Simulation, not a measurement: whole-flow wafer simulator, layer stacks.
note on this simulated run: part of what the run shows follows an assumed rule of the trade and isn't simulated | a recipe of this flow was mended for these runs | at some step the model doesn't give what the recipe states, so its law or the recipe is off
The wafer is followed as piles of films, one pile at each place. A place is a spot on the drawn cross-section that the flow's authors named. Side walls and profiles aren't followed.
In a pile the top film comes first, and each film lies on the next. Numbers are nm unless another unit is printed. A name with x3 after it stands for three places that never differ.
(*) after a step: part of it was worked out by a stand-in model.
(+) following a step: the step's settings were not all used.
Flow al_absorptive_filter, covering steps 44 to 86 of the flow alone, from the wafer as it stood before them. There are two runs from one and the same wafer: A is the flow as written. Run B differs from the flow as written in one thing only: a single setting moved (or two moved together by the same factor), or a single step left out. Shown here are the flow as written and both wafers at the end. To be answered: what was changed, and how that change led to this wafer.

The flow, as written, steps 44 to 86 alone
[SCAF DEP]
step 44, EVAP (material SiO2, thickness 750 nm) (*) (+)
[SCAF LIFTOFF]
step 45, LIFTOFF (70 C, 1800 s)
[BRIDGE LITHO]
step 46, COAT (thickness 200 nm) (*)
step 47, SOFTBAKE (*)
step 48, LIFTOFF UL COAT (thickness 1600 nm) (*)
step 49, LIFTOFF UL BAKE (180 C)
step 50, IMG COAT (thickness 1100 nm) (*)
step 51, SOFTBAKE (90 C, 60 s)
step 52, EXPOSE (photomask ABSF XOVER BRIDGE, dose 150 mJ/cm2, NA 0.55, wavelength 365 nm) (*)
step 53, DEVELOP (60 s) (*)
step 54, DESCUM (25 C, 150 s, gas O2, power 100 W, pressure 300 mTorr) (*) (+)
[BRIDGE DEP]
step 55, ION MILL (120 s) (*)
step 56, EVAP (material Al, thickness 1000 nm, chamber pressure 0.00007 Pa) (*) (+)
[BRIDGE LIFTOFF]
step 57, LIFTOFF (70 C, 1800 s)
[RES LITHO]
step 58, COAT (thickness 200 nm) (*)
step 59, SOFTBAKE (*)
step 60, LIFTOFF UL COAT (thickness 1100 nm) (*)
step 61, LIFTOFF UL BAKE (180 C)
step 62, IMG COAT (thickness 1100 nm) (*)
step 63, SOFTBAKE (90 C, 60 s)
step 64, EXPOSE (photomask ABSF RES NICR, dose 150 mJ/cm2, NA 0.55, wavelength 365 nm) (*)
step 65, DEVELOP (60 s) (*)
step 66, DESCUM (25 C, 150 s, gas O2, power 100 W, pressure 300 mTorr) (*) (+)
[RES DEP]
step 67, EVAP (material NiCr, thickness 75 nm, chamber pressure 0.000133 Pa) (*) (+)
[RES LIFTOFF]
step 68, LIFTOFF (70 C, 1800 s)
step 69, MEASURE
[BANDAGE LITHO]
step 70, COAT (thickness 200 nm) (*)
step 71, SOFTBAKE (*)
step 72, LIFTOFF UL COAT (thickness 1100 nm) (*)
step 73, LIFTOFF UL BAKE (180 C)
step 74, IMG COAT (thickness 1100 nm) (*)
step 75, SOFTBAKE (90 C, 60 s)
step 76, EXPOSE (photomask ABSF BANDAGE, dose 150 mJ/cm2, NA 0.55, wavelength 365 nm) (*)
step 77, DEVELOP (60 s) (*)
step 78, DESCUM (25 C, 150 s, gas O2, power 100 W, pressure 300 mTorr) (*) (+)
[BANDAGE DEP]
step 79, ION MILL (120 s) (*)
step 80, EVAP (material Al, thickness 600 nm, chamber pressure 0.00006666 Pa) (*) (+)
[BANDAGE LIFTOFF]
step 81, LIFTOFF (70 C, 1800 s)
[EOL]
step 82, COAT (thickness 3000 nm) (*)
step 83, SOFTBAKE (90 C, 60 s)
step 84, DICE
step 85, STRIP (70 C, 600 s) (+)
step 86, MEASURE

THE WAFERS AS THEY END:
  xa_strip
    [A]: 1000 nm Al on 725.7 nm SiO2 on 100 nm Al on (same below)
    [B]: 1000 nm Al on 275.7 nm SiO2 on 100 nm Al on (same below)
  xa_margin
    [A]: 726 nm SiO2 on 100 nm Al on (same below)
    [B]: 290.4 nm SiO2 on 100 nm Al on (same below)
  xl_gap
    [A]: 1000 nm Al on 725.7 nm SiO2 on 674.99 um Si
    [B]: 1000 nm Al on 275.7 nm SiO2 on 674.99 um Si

What caused this: step 44, EVAP: thickness 300 nm was run, whereas the flow has thickness 750 nm.

The path from the change to this, step by step:
  step 44, EVAP (material SiO2, thickness 750 nm) (*) (+)
      gnd, pad_far, pad_near and 10 more: A +750 SiO2 (new film) | B +300 SiO2 (new film)
      xa_margin: A +726 SiO2 (new film) | B +290.4 SiO2 (new film)
  step 45, LIFTOFF (70 C, 1800 s)
      gnd, xa_field, xl_land, idc_field: A -750 SiO2 (all of it), -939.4 i-line-resist (all of it), -1100 lift-off-underlayer (all of it), -200 acrylic-e-beam-resist (all of it) | B -300 SiO2 (all of it), -939.4 i-line-resist (all of it), -1100 lift-off-underlayer (all of it), -200 acrylic-e-beam-resist (all of it)
      pad_far: A -750 SiO2 (all of it), -937 i-line-resist (all of it), -1092.7 lift-off-underlayer (all of it), -198.5 acrylic-e-beam-resist (all of it) | B -300 SiO2 (all of it), -937 i-line-resist (all of it), -1092.7 lift-off-underlayer (all of it), -198.5 acrylic-e-beam-resist (all of it)
      (also at 5 further places)
  step 46, COAT (thickness 200 nm) (*)
      xa_margin: A +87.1 acrylic-e-beam-resist (new film) | B +122.9 acrylic-e-beam-resist (new film)
      xa_strip: A +156.7 acrylic-e-beam-resist (new film) | B +181.7 acrylic-e-beam-resist (new film)
      (also at 3 further places)
  step 48, LIFTOFF UL COAT (thickness 1600 nm) (*)
      xa_margin: A +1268 lift-off-underlayer (new film) | B +1487.6 lift-off-underlayer (new film)
      xa_strip: A +1219 lift-off-underlayer (new film) | B +1434.6 lift-off-underlayer (new film)
      (also at 3 further places)
  step 50, IMG COAT (thickness 1100 nm) (*)
      xa_margin: A +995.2 i-line-resist (new film) | B +1065.7 i-line-resist (new film)
      xa_strip: A +962 i-line-resist (new film) | B +1053.9 i-line-resist (new film)
      (also at 2 further places)
  step 51, SOFTBAKE (90 C, 60 s)
      xa_margin: A -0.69 i-line-resist | B -0.18 i-line-resist
      xa_strip: A -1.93 i-line-resist | B -0.65 i-line-resist
      (also at 2 further places)
  step 53, DEVELOP (60 s) (*)
      xa_strip: A -960.1 i-line-resist (all of it), -1219 lift-off-underlayer (all of it) | B -1053.2 i-line-resist (all of it), -1434.6 lift-off-underlayer (all of it)
      xl_land: A -1117.3 i-line-resist (all of it), -1706.9 lift-off-underlayer (all of it) | B -1105.4 i-line-resist (all of it), -1636 lift-off-underlayer (all of it)
      (also at 2 further places)
  step 54, DESCUM (25 C, 150 s, gas O2, power 100 W, pressure 300 mTorr) (*) (+)
      gnd, pad_far, pad_near and 7 more: A -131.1 i-line-resist | B -126.5 i-line-resist
      xa_strip: A -156.7 acrylic-e-beam-resist (all of it) | B -181.7 acrylic-e-beam-resist (all of it)
      (also at 3 further places)
  step 57, LIFTOFF (70 C, 1800 s)
      xa_margin: A -1000 Al (all of it), -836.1 i-line-resist (all of it), -1268 lift-off-underlayer (all of it), -87.1 acrylic-e-beam-resist (all of it) | B -1000 Al (all of it), -911.7 i-line-resist (all of it), -1487.6 lift-off-underlayer (all of it), -122.9 acrylic-e-beam-resist (all of it)
  step 58, COAT (thickness 200 nm) (*)
      xa_margin: A +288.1 acrylic-e-beam-resist (new film) | B +380.5 acrylic-e-beam-resist (new film)
      xa_strip: A +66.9 acrylic-e-beam-resist (new film) | B +89.5 acrylic-e-beam-resist (new film)
      (also at 2 further places)
  step 60, LIFTOFF UL COAT (thickness 1100 nm) (*)
      xa_margin: A +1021 lift-off-underlayer (new film) | B +1104.9 lift-off-underlayer (new film)
      xa_strip: A +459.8 lift-off-underlayer (new film) | B +563.6 lift-off-underlayer (new film)
      (also at 2 further places)
  step 62, IMG COAT (thickness 1100 nm) (*)
      xa_margin: A +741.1 i-line-resist (new film) | B +860.2 i-line-resist (new film)
      xa_strip: A +577.9 i-line-resist (new film) | B +740.8 i-line-resist (new film)
      (also at 2 further places)
  step 63, SOFTBAKE (90 C, 60 s)
      xa_margin: A -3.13 i-line-resist | B -2.09 i-line-resist
      xl_gap: A -1.04 i-line-resist | B -0.24 i-line-resist
      (also at 1 further place)
  step 68, LIFTOFF (70 C, 1800 s)
      xa_margin: A -75 NiCr (all of it), -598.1 i-line-resist (all of it), -1021 lift-off-underlayer (all of it), -288.1 acrylic-e-beam-resist (all of it) | B -75 NiCr (all of it), -718.2 i-line-resist (all of it), -1104.9 lift-off-underlayer (all of it), -380.5 acrylic-e-beam-resist (all of it)
      xa_strip: A -75 NiCr (all of it), -433.3 i-line-resist (all of it), -459.8 lift-off-underlayer (all of it), -66.9 acrylic-e-beam-resist (all of it) | B -75 NiCr (all of it), -596.6 i-line-resist (all of it), -563.6 lift-off-underlayer (all of it), -89.5 acrylic-e-beam-resist (all of it)
      (also at 2 further places)
  step 70, COAT (thickness 200 nm) (*)
      xa_margin: A +288.1 acrylic-e-beam-resist (new film) | B +380.5 acrylic-e-beam-resist (new film)
      xa_strip: A +66.9 acrylic-e-beam-resist (new film) | B +89.5 acrylic-e-beam-resist (new film)
      (also at 2 further places)
  step 72, LIFTOFF UL COAT (thickness 1100 nm) (*)
      xa_margin: A +1021 lift-off-underlayer (new film) | B +1104.9 lift-off-underlayer (new film)
      xa_strip: A +459.8 lift-off-underlayer (new film) | B +563.6 lift-off-underlayer (new film)
      (also at 2 further places)
  ... another 5 steps ...
  step 85, STRIP (70 C, 600 s) (+)
      xa_margin: A -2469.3 i-line-resist (all of it) | B -2831.9 i-line-resist (all of it)
      xa_strip: A -1477 i-line-resist (all of it) | B -1850.1 i-line-resist (all of it)
      (also at 2 further places)
